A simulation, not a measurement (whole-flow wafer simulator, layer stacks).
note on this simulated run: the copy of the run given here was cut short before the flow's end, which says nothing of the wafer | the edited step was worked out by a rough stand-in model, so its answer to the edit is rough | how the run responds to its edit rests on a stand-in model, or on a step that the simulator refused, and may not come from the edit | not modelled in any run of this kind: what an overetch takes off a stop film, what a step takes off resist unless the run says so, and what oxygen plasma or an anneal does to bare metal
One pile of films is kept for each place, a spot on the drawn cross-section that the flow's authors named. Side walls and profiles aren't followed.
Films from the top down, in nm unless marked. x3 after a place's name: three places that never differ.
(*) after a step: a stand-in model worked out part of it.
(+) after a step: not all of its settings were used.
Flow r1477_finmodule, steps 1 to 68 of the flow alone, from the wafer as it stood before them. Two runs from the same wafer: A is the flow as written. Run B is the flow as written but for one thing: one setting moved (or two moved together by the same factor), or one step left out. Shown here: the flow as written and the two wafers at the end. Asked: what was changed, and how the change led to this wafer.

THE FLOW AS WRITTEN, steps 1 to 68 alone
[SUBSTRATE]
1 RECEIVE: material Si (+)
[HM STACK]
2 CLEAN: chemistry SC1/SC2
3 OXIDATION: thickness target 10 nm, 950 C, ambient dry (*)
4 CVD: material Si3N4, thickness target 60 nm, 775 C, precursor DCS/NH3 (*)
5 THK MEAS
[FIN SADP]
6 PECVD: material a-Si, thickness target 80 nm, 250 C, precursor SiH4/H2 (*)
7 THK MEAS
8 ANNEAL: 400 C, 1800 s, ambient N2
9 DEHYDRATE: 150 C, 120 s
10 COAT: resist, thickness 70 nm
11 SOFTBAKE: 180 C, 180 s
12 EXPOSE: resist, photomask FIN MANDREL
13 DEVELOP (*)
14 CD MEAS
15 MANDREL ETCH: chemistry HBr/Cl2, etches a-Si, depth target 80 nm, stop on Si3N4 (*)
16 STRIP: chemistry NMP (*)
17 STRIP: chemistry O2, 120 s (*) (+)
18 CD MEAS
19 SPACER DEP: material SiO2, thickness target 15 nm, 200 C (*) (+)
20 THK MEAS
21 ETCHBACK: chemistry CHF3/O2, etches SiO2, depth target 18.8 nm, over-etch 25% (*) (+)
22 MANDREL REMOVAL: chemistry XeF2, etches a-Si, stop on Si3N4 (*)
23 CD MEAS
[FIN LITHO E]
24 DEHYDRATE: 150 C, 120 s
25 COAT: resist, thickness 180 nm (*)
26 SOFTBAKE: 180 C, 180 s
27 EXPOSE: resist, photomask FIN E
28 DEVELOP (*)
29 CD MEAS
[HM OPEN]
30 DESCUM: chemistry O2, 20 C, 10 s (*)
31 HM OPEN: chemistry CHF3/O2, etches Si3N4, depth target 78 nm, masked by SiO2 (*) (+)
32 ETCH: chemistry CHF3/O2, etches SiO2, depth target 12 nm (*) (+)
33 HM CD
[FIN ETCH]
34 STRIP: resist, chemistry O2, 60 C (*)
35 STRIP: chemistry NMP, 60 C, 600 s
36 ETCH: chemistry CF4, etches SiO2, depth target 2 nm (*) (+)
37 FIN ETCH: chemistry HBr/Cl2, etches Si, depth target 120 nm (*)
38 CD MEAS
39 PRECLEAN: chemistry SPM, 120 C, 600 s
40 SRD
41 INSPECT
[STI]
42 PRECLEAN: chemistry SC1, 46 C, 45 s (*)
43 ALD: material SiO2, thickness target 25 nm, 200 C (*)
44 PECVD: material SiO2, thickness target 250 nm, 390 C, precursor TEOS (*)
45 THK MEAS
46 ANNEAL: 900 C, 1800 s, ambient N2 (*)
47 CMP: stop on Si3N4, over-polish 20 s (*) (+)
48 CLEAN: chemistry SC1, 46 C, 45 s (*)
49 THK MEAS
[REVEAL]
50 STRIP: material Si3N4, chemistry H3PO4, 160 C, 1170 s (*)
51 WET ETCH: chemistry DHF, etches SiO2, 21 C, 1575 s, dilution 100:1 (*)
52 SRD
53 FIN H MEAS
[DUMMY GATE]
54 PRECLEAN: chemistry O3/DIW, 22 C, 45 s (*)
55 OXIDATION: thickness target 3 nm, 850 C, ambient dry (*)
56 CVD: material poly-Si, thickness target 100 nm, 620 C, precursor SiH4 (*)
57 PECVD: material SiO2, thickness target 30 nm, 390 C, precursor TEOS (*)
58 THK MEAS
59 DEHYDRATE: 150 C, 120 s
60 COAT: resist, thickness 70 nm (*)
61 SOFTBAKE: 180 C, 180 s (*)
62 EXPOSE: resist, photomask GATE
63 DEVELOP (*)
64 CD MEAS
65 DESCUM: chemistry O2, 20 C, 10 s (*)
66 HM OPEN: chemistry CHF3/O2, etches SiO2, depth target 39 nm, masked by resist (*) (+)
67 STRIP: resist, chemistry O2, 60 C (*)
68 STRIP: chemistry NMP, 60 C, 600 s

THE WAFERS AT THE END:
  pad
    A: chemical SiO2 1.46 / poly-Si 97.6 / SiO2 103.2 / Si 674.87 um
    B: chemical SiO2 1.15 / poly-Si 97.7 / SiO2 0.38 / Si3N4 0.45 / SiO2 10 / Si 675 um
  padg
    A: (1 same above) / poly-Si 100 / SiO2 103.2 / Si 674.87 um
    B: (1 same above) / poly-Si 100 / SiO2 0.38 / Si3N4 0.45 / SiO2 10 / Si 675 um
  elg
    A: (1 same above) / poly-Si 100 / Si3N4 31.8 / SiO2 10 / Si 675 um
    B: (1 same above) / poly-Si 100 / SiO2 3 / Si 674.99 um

The cause: step 4, CVD: thickness target 96 nm was run, where the flow has thickness target 60 nm.

How the change led to this, step by step:
  4 CVD: material Si3N4, thickness target 60 nm, 775 C, precursor DCS/NH3 (*)
      pad, padg, elg and 33 more: A Si3N4 +60 (new film) | B Si3N4 +96 (new film)
  31 HM OPEN: chemistry CHF3/O2, etches Si3N4, depth target 78 nm, masked by SiO2 (*) (+)
      pad, padg, esg and 13 more: A Si3N4 -56.4 (all of it), SiO2 -10 (all of it) | B Si3N4 -78
      s40cg, s45cg, s50cg, s40co, s45co, s50co: A Si3N4 -60 (all of it), SiO2 -9 | B Si3N4 -78
  32 ETCH: chemistry CHF3/O2, etches SiO2, depth target 12 nm (*) (+)
      pad, padg, e40sg and 11 more: A Si -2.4 | B Si3N4 -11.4
      esg, eso: A Si -1.77 | B Si3N4 -8.16
      (and at 6 more places)
  34 STRIP: resist, chemistry O2, 60 C (*)
      pad, padg, esg and 19 more: A chemical SiO2 +1.45 (new film), Si -0.64 | B nothing
  36 ETCH: chemistry CF4, etches SiO2, depth target 2 nm (*) (+)
      pad, padg, e40sg and 11 more: A chemical SiO2 -1.45 (all of it), Si -0.46 | B Si3N4 -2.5
      esg, eso: A chemical SiO2 -1.45 (all of it), Si -0.46 | B Si3N4 -1.92
      (and at 6 more places)
  37 FIN ETCH: chemistry HBr/Cl2, etches Si, depth target 120 nm (*)
      pad, padg, esg and 19 more: A Si -120 | B nothing
      elg, e40lg, e100lg, e200lg, elo, e40lo, e100lo, e200lo: A Si3N4 -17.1 | B nothing
      (and at 6 more places)
  39 PRECLEAN: chemistry SPM, 120 C, 600 s
      pad, padg, esg and 19 more: A chemical SiO2 +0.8 (new film), Si -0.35 | B nothing
  43 ALD: material SiO2, thickness target 25 nm, 200 C (*)
      s40cg, s40co: A SiO2 +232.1 (new film) | B SiO2 +138.1 (new film)
      s45cg, s45co: A SiO2 +232.1 (new film) | B SiO2 +138.3 (new film)
      (and at 3 more places)
  47 CMP: stop on Si3N4, over-polish 20 s (*) (+)
      elg, e40lg, e100lg, e200lg, elo, e40lo, e100lo, e200lo: A SiO2 -241.6 | B SiO2 -263.8 (all of it), Si3N4 -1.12
      pad, padg, e40sg and 11 more: A SiO2 -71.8 | B SiO2 -175.4
      (and at 14 more places)
  50 STRIP: material Si3N4, chemistry H3PO4, 160 C, 1170 s (*)
      elg, e40lg, e100lg, e200lg, elo, e40lo, e100lo, e200lo: A SiO2 -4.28 | B Si3N4 -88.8 (all of it), SiO2 -0.43
      s40sg_line, s45sg_line, s50sg_line, s40so_line, s45so_line, s50so_line: A Si3N4 -58.9 (all of it), SiO2 -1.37 | B Si3N4 -88.8 (all of it), SiO2 -0.43
  51 WET ETCH: chemistry DHF, etches SiO2, 21 C, 1575 s, dilution 100:1 (*)
      elg, e40lg, e100lg, e200lg, elo, e40lo, e100lo, e200lo: A SiO2 -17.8 (all of it), Si3N4 -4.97 | B SiO2 -9.57 (all of it)
      s40cg, s40co: A SiO2 -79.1 | B SiO2 -78.2 (all of it), Si3N4 -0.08
      (and at 25 more places)
  54 PRECLEAN: chemistry O3/DIW, 22 C, 45 s (*)
      elg, e40lg, e100lg, e200lg, elo, e40lo, e100lo, e200lo: A nothing | B chemical SiO2 +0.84 (new film), Si -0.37
  55 OXIDATION: thickness target 3 nm, 850 C, ambient dry (*)
      pad, padg, e40sg and 12 more: A SiO2 +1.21, chemical SiO2 -0.74 (all of it), Si -0.21 | B nothing
      elg, e40lg, e100lg, e200lg, elo, e40lo, e100lo, e200lo: A nothing | B SiO2 +3 (new film), chemical SiO2 -0.84 (all of it), Si -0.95
      (and at 7 more places)
  56 CVD: material poly-Si, thickness target 100 nm, 620 C, precursor SiH4 (*)
      s40sg_line, s45sg_line, s50sg_line, s40so_line, s45so_line, s50so_line: A poly-Si +100 (new film) | B poly-Si +109.1 (new film)
      s40cg, s40co: A poly-Si +113.9 (new film) | B poly-Si +100 (new film)
      (and at 6 more places)
  57 PECVD: material SiO2, thickness target 30 nm, 390 C, precursor TEOS (*)
      e40lg, e40lo: A SiO2 +30 (new film) | B SiO2 +37.4 (new film)
  60 COAT: resist, thickness 70 nm (*)
      s40sg_line, s45sg_line, s40so_line, s45so_line: A resist +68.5 (new film) | B resist +73.1 (new film)
      e40lg, e40lo: A resist +66.9 (new film) | B resist +71.2 (new film)
      (and at 27 more places)
  ... 2 more steps ...
  67 STRIP: resist, chemistry O2, 60 C (*)
      elg: A resist -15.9 (all of it) | B resist -28.9 (all of it)
      esg: A resist -15.9 (all of it) | B resist -15.2 (all of it)
      (and at 15 more places)
